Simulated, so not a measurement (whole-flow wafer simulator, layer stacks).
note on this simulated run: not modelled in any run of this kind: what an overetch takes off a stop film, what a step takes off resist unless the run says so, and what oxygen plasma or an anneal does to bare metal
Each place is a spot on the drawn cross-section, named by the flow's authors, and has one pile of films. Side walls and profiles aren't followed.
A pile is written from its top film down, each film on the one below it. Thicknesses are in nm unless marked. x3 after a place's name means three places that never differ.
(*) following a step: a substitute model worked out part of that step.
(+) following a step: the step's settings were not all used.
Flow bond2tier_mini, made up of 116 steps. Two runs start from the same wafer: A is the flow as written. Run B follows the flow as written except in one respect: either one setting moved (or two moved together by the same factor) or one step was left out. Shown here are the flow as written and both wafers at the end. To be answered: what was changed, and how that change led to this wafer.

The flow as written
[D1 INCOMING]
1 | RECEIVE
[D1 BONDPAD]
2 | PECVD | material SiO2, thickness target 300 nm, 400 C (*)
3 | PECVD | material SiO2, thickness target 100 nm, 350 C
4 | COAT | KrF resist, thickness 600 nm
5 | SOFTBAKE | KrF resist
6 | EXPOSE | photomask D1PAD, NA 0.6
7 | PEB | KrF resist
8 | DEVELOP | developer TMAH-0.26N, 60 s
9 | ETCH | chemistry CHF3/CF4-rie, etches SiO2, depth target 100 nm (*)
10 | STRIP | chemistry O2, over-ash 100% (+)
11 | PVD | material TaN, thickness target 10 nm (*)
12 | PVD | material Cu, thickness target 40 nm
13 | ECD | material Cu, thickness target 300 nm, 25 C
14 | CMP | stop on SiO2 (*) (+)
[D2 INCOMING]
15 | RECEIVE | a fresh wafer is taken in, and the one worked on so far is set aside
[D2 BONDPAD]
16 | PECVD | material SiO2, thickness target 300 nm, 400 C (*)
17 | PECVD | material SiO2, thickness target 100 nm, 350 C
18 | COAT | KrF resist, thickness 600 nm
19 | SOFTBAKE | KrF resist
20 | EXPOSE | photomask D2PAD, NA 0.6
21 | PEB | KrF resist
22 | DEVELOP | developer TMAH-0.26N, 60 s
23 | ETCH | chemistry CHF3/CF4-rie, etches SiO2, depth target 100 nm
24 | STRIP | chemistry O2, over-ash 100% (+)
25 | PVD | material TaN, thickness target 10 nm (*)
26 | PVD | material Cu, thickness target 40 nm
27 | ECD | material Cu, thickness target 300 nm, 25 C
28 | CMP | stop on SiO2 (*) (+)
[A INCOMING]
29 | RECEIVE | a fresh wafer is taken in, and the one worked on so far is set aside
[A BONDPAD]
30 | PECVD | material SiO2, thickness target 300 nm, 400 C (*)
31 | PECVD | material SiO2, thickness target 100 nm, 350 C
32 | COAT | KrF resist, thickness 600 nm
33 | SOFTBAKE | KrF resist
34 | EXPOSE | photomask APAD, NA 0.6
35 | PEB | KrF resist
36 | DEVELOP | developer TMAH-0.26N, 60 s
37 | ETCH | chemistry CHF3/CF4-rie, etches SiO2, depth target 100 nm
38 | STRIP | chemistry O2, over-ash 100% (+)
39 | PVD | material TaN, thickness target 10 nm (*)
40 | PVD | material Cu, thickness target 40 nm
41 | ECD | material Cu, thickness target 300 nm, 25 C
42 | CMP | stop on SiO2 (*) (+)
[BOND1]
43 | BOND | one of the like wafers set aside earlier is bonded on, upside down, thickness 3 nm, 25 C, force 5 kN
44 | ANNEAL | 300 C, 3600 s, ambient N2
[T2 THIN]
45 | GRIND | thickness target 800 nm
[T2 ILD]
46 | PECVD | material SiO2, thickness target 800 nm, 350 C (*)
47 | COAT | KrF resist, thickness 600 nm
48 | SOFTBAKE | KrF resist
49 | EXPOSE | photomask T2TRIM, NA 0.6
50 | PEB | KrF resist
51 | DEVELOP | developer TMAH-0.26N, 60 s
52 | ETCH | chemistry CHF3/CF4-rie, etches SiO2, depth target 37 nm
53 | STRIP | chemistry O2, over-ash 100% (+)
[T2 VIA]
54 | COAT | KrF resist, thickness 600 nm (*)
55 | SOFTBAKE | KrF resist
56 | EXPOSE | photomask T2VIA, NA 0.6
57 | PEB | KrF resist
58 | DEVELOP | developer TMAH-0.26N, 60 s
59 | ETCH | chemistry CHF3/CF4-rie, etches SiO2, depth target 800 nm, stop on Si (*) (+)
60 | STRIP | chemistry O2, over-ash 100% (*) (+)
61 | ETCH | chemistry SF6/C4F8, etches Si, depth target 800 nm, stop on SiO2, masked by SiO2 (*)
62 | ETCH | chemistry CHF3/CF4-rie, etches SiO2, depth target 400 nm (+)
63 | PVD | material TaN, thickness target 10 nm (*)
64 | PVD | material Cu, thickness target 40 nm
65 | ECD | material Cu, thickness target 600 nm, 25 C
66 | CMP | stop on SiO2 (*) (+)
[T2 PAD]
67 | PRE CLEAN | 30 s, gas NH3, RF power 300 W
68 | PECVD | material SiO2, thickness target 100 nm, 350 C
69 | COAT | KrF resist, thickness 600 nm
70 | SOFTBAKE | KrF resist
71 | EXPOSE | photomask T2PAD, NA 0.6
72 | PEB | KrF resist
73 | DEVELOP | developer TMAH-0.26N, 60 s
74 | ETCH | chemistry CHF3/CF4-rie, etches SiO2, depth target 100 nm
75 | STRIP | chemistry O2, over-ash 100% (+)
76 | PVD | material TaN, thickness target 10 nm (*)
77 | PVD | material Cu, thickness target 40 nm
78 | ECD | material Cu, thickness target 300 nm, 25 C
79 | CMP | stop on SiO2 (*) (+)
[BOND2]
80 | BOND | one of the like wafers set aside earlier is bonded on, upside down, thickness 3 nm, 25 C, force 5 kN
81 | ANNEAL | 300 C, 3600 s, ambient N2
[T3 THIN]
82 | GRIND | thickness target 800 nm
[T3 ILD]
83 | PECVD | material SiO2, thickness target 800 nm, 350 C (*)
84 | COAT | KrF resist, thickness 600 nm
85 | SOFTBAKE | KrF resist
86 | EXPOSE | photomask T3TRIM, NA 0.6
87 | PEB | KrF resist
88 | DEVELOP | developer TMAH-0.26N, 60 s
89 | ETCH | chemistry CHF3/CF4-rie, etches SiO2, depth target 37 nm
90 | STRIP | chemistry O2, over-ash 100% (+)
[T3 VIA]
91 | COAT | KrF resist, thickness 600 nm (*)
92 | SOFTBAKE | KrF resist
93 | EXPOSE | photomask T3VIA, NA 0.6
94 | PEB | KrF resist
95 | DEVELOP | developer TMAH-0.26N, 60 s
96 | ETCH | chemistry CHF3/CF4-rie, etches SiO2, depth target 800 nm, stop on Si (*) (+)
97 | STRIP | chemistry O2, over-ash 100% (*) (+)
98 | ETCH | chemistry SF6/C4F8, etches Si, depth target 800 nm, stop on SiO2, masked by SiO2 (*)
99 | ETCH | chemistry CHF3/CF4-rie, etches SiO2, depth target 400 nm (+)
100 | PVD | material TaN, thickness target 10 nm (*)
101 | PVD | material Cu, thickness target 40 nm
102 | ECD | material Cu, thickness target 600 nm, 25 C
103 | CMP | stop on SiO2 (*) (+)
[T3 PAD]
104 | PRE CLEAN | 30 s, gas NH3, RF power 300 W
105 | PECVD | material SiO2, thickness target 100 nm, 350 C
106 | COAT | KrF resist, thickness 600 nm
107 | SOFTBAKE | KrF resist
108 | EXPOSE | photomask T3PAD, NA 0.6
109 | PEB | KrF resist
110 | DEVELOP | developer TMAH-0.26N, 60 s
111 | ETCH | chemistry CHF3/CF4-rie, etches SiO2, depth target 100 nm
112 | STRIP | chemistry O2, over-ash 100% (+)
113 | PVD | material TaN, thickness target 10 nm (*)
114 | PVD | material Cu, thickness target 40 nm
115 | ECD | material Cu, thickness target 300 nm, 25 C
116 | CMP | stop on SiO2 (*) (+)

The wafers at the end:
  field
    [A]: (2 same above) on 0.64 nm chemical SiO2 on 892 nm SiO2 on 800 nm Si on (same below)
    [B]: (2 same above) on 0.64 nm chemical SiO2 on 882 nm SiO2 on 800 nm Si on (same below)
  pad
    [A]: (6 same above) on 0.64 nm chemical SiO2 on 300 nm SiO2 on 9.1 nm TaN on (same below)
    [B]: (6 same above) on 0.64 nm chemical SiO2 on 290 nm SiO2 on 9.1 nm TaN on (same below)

Cause: step 17, PECVD: thickness target 90 nm was run, whereas the flow has thickness target 100 nm.

How this came from the change, step by step:
  17 | PECVD | material SiO2, thickness target 100 nm, 350 C
      field, pad, via: A SiO2 gains 100 | B SiO2 gains 90
  80 | BOND | one of the like wafers set aside earlier is bonded on, upside down, thickness 3 nm, 25 C, force 5 kN
      field: A Si gains 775 um (new film), chemical SiO2 gains 0.64 (new film), SiO2 gains 400 | B Si gains 775 um (new film), chemical SiO2 gains 0.64 (new film), SiO2 gains 390
      pad: A Si gains 775 um (new film), chemical SiO2 gains 0.64 (new film), SiO2 gains 300 (new film), TaN gains 9.1 (new film), Cu gains 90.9 | B Si gains 775 um (new film), chemical SiO2 gains 0.64 (new film), SiO2 gains 290 (new film), TaN gains 9.1 (new film), Cu gains 90.9
